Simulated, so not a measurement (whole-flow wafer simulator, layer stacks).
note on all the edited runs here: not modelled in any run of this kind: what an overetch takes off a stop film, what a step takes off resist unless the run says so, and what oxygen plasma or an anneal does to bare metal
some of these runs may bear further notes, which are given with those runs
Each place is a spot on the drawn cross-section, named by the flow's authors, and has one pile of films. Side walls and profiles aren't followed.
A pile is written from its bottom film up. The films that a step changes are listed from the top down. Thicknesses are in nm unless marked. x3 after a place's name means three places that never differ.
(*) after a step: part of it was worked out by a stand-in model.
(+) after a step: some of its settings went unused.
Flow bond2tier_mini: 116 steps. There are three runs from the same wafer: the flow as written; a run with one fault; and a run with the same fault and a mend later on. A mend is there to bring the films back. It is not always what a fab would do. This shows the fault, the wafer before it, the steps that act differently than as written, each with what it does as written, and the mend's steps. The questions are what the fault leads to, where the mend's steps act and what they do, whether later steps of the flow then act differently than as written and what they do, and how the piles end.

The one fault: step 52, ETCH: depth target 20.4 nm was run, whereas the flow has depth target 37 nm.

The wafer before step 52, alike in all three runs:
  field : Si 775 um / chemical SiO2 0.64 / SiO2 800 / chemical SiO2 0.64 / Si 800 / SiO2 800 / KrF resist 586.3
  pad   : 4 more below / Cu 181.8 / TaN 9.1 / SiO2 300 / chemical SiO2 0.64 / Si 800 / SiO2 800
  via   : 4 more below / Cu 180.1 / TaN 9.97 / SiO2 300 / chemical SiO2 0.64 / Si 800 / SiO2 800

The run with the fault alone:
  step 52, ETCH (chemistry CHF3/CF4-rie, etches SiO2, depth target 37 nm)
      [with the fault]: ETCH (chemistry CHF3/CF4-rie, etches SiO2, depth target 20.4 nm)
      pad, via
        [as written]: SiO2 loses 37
        [with the fault]: SiO2 loses 20.4
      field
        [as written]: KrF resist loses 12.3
        [with the fault]: KrF resist loses 6.8
  Steps later in the flow that act otherwise than as written (5 more steps, not shown, differ only slightly: by at most 2% or 0.5 nm, whichever is larger):
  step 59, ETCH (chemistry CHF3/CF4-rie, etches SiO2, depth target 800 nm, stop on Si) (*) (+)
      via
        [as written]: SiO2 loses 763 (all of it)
        [with the fault]: SiO2 loses 779.6 (all of it)
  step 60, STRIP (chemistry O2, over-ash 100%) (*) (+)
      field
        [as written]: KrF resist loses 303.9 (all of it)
        [with the fault]: KrF resist loses 310.9 (all of it)
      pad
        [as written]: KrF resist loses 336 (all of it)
        [with the fault]: KrF resist loses 328.6 (all of it)
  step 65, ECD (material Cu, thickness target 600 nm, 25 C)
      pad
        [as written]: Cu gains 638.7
        [with the fault]: Cu gains 621.3
  By the end, the piles at pad depart from the flow's by more than 2% or 0.5 nm, whichever is larger.
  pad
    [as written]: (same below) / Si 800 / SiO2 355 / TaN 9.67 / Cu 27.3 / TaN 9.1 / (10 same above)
    [with the fault]: (same below) / Si 800 / SiO2 371.6 / TaN 9.82 / Cu 10.6 / TaN 9.1 / (10 same above)

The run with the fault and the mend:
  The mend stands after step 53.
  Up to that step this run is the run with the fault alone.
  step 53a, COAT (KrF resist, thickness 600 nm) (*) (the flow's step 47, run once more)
      field
        KrF resist gains 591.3 (new film)
      pad
        KrF resist gains 609 (new film)
      via
        KrF resist gains 607.9 (new film)
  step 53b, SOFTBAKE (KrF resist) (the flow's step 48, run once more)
      does not change any film at any place that is followed
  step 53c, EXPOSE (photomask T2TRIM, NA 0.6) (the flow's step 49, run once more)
      does not change any film at any place that is followed
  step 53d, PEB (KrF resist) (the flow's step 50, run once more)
      does not change any film at any place that is followed
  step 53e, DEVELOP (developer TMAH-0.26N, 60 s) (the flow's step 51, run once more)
      field
        KrF resist loses 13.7
      pad
        KrF resist loses 609 (all of it)
      via
        KrF resist loses 607.9 (all of it)
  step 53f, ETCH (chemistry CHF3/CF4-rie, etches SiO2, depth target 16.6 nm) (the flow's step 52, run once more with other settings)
      pad, via
        SiO2 loses 16.6
      field
        KrF resist loses 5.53
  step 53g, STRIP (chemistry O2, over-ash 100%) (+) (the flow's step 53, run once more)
      field
        KrF resist loses 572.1 (all of it)
  Later steps of the flow that are run all act as written at every place that is followed.
  At every place that both follow, the piles at the end match the flow's.
